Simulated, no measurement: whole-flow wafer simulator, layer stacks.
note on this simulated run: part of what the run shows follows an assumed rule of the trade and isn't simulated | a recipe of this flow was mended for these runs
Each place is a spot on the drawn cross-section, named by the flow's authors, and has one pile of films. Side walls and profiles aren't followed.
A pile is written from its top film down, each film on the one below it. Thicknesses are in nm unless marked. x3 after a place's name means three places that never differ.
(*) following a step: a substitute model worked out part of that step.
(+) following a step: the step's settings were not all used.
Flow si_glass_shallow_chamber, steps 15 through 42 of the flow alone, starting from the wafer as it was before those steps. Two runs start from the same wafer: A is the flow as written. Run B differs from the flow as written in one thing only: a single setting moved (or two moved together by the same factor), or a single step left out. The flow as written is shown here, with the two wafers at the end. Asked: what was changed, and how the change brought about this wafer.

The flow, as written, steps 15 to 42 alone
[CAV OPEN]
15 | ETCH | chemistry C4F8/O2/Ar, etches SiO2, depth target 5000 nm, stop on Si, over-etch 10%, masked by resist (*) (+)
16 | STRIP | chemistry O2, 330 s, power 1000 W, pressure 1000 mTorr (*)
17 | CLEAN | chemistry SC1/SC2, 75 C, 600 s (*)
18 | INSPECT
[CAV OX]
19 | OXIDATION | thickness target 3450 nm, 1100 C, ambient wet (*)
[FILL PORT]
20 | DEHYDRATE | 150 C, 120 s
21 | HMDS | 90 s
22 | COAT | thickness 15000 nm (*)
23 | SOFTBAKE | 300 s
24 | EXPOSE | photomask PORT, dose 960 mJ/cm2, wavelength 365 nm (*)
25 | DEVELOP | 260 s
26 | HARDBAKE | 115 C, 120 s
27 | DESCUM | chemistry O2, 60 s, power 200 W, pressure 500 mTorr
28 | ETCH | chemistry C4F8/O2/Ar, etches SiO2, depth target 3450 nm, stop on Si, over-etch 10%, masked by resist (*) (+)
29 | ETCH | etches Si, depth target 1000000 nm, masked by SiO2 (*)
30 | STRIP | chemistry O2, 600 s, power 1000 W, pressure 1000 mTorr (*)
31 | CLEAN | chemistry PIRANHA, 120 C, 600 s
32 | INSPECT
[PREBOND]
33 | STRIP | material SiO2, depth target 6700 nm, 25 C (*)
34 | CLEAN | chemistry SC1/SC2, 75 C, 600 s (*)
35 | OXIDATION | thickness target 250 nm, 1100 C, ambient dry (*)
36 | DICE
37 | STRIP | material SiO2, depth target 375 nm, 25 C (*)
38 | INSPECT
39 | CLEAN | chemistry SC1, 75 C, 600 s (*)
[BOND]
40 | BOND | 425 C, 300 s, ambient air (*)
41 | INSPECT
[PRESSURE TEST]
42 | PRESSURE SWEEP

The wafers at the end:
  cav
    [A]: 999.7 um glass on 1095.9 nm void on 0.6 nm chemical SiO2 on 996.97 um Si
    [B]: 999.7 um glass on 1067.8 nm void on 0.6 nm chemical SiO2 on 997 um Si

What caused this: step 15, ETCH: over-etch 5.5% was run, whereas the flow has over-etch 10%.

How this came from the change, step by step:
  15 | ETCH | chemistry C4F8/O2/Ar, etches SiO2, depth target 5000 nm, stop on Si, over-etch 10%, masked by resist (*) (+)
      rim, ramp, septum, ring: A -1100 thick-i-line-resist | B -1055 thick-i-line-resist
      cav, port: A -5000 SiO2 (all of it), -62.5 Si | B -5000 SiO2 (all of it), -34.4 Si
  22 | COAT | thickness 15000 nm (*)
      rim: A +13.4 um thick-i-line-resist (new film) | B +13.41 um thick-i-line-resist (new film)
      ramp: A +12.89 um thick-i-line-resist (new film) | B +12.91 um thick-i-line-resist (new film)
      (as well as at 1 more place)
  25 | DEVELOP | 260 s
      port: A -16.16 um thick-i-line-resist (all of it) | B -16.15 um thick-i-line-resist (all of it)
  29 | ETCH | etches Si, depth target 1000000 nm, masked by SiO2 (*)
      rim, ramp: A -11.47 um thick-i-line-resist (all of it), -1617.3 SiO2 | B -11.49 um thick-i-line-resist (all of it), -1607 SiO2
      port: A +997.05 um hole (new film), -997.05 um Si (all of it) | B +997.08 um hole (new film), -997.08 um Si (all of it)
      (as well as at 1 more place)
  40 | BOND | 425 C, 300 s, ambient air (*)
      cav: A +999.7 um glass (new film), +1095.9 void (new film) | B +999.7 um glass (new film), +1067.8 void (new film)
      port: A +999.7 um glass (new film), +1017.3 hole | B +999.7 um glass (new film), +989.1 hole
